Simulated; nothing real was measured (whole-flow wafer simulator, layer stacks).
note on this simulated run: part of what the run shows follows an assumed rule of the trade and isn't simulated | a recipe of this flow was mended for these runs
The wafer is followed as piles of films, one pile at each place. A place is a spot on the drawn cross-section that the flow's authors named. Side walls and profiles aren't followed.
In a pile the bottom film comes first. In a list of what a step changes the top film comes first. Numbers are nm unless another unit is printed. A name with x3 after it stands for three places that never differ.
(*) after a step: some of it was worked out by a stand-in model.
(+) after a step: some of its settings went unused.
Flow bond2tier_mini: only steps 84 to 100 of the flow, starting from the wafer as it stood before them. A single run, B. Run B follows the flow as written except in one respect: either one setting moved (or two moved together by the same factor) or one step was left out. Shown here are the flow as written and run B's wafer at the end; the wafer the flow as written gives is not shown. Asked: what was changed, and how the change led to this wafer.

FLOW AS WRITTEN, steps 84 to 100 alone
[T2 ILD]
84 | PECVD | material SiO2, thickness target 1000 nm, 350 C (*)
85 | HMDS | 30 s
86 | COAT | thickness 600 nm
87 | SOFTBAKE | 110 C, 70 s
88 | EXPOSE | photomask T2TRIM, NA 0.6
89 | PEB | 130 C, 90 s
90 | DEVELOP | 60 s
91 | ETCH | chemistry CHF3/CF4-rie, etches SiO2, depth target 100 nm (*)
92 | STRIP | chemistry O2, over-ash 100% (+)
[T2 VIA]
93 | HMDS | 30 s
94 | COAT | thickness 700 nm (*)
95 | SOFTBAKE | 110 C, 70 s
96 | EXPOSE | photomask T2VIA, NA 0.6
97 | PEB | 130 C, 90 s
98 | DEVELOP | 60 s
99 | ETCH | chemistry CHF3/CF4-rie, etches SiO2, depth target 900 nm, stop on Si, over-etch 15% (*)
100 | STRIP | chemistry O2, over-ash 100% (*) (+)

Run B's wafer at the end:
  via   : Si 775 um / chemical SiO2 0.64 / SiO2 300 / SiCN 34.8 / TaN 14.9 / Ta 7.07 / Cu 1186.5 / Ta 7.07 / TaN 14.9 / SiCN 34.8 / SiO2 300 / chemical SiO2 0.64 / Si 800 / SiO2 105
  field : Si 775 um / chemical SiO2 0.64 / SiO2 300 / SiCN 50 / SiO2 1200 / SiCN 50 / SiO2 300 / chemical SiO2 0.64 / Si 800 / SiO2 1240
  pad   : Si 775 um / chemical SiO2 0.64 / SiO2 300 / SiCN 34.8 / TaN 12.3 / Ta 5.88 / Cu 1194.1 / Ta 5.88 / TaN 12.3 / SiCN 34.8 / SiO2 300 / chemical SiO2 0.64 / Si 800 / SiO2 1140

Cause: step 84, PECVD: thickness target 1240 nm was run, while the flow as written has thickness target 1000 nm.
The wafer lets one read it off: field has SiO2 1240, and step 84 as written asks for 1000 nm.

Step by step, how the change led to this:
  84 | PECVD | material SiO2, thickness target 1000 nm, 350 C (*)
      field, pad, via: +1240 SiO2 (new film) (as written it would have been: +1000 SiO2 (new film))
  99 | ETCH | chemistry CHF3/CF4-rie, etches SiO2, depth target 900 nm, stop on Si, over-etch 15% (*)
      via: -1035 SiO2 (as written it would have been: -900 SiO2 (all of it), -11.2 Si)
